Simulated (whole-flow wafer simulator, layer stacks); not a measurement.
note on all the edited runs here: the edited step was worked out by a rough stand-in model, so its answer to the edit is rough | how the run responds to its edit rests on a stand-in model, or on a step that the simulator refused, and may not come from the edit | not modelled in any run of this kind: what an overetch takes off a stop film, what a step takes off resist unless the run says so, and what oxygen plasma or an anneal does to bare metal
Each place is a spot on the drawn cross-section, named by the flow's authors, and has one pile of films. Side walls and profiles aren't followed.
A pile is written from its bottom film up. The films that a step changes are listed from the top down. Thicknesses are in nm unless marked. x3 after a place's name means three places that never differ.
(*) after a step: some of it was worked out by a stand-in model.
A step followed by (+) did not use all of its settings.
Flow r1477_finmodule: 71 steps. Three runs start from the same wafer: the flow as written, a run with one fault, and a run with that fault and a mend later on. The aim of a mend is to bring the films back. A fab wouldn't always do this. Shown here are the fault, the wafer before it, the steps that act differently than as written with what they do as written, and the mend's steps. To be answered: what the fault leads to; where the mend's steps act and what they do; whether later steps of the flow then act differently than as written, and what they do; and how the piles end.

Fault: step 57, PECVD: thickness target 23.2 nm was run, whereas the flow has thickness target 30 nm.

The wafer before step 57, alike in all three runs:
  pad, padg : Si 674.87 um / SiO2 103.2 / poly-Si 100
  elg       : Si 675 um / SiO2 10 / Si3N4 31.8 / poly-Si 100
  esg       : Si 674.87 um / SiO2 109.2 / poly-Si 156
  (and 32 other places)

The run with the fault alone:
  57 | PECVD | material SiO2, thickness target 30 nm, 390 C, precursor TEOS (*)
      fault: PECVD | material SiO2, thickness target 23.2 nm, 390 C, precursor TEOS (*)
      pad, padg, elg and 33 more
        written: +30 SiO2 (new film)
        fault: +23.2 SiO2 (new film)
  Later steps of the flow acting differently than as written (3 more steps, not shown, differ only slightly: by at most 2% or 0.5 nm, whichever is larger):
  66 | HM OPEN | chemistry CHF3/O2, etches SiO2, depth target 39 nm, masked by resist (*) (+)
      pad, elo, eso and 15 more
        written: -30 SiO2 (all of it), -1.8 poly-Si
        fault: -23.2 SiO2 (all of it), -2.32 poly-Si
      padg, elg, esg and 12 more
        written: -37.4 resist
        fault: -33.4 resist
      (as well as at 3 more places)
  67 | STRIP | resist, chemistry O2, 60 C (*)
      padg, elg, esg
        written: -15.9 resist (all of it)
        fault: -19.9 resist (all of it)
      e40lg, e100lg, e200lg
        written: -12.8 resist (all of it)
        fault: -16.8 resist (all of it)
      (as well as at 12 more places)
  The piles end different from the flow's at padg, elg, esg and 15 more by more than 2% or 0.5 nm, whichever is larger.
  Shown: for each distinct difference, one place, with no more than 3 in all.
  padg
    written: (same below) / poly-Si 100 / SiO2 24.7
    fault: (same below) / poly-Si 100 / SiO2 17.9
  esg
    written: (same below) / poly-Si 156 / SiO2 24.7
    fault: (same below) / poly-Si 156 / SiO2 17.9
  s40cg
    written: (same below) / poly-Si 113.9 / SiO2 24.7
    fault: (same below) / poly-Si 113.9 / SiO2 17.9

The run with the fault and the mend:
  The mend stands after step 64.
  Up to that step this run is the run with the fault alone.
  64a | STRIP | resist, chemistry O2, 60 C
      padg, elg, esg
        -70 resist (all of it)
      e40lg, e100lg, e200lg
        -66.9 resist (all of it)
      s40sg, s45sg
        -91 resist (all of it)
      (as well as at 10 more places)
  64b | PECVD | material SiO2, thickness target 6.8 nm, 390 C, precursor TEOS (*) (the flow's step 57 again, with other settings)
      pad, padg, elg and 33 more
        +6.8 SiO2
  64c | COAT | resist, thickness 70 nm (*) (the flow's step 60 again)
      e40lg, e100lg, e200lg, elo, e40lo, e100lo, e200lo
        +66.9 resist (new film)
      pad, padg, elg, esg
        +70 resist (new film)
      s40sg, s45sg, s40so, s45so
        +91 resist (new film)
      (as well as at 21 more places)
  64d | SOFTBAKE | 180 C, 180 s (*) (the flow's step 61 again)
      leaves every film unchanged at each place that is followed
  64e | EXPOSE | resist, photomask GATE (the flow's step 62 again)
      leaves every film unchanged at each place that is followed
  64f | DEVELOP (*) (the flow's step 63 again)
      elo, e40lo, e100lo, e200lo
        -66.9 resist (all of it)
      eso, e40so
        -129.5 resist (all of it)
      s40so, s45so
        -91 resist (all of it)
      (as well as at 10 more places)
  Later steps of the flow that are run all act as written at every place that is followed.
  The piles end the same as the flow's at every place that both follow.
